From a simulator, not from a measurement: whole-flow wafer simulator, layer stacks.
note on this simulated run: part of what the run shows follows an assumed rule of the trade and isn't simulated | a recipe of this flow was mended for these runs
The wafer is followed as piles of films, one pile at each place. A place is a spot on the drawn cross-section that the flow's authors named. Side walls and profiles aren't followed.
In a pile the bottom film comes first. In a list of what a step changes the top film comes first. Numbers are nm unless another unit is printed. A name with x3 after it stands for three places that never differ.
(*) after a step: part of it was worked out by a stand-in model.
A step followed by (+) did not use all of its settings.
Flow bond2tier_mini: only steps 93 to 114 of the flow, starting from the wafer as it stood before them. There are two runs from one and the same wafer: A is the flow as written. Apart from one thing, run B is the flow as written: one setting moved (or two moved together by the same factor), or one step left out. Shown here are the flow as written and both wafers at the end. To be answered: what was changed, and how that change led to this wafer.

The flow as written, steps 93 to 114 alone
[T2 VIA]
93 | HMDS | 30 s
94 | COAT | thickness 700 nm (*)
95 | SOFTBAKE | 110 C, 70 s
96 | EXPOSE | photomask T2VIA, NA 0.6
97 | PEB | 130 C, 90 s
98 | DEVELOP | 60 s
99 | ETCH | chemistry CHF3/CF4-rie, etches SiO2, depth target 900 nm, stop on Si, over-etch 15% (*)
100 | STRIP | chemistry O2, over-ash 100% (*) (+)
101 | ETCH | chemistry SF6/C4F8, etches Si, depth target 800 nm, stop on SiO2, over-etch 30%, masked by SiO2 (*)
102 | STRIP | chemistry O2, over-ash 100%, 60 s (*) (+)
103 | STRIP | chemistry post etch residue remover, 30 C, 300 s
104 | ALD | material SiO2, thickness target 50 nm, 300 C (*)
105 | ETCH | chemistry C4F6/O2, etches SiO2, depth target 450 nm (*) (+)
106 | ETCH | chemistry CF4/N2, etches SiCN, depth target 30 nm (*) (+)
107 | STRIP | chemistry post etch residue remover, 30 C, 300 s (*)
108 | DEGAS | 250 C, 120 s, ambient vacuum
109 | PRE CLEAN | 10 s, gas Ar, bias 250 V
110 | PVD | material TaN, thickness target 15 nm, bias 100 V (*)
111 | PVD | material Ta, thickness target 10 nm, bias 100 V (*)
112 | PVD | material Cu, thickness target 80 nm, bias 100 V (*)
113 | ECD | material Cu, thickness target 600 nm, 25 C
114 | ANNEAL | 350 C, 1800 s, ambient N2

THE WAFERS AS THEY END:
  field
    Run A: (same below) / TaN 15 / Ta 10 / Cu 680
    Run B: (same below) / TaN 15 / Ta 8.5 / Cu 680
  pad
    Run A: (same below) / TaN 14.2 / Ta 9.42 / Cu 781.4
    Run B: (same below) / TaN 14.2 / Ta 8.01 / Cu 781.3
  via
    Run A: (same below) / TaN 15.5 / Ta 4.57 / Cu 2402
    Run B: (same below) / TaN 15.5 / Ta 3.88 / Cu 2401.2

The reason: step 111, PVD: thickness target 8.5 nm was run, while the flow as written has thickness target 10 nm.
One can read it off the wafer: field has Ta 8.5, and step 111 as written asks for 10 nm.

Step by step, how the change led to this:
  111 | PVD | material Ta, thickness target 10 nm, bias 100 V (*)
      field: A Ta gains 10 (new film) | B Ta gains 8.5 (new film)
      pad: A Ta gains 9.42 (new film) | B Ta gains 8.01 (new film)
      (and at 1 other place as well)
